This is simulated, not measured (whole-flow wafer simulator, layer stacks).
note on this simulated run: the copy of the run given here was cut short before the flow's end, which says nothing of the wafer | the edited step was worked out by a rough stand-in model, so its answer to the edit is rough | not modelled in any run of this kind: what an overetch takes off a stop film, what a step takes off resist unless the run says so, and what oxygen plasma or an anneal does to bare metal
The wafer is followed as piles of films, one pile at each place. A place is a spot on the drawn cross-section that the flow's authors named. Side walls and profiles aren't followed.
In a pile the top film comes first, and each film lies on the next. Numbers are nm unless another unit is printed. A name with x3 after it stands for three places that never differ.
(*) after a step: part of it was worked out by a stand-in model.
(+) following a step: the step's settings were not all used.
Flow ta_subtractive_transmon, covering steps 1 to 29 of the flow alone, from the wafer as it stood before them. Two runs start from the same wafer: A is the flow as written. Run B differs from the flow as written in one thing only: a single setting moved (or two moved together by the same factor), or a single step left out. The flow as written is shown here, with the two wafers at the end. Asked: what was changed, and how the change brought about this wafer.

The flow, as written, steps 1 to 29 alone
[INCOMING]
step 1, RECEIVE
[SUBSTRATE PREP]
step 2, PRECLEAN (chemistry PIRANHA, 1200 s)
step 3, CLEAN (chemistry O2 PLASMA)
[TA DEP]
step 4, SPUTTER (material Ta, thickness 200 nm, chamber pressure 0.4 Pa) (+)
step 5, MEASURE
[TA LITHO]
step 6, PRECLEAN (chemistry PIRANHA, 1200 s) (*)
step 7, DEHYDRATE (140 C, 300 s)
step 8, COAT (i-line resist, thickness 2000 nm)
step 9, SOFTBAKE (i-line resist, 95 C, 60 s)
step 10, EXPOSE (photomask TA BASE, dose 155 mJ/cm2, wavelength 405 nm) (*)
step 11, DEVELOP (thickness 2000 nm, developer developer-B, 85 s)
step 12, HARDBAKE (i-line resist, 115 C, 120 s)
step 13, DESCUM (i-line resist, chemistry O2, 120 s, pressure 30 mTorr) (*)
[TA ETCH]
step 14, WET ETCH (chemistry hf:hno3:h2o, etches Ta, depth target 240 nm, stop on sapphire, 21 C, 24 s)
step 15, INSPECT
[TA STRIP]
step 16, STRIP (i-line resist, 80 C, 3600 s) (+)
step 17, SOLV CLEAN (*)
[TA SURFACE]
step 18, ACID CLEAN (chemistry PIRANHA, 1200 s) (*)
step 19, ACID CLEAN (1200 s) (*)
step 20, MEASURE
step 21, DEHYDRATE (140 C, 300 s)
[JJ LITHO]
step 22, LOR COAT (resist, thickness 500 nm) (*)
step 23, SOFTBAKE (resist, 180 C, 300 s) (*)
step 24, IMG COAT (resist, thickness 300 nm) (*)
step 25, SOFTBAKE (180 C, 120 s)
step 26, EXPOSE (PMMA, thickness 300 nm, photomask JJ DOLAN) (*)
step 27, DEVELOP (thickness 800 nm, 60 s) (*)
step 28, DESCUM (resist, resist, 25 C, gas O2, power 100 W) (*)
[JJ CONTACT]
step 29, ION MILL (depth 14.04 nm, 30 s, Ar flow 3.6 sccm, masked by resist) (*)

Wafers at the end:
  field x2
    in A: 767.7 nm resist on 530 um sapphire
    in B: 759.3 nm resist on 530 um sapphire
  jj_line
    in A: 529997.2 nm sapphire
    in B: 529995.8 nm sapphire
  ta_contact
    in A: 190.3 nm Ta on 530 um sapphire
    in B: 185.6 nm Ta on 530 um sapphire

The reason: step 29, ION MILL: 45 s was run, though the flow has 30 s.

Step by step, how the change led to this:
  step 29, ION MILL (depth 14.04 nm, 30 s, Ar flow 3.6 sccm, masked by resist) (*)
      field x2, ta_pad: A -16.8 resist | B -25.2 resist
      jj_line, lead: A -2.8 sapphire | B -4.2 sapphire
      (as well as at 1 more place)
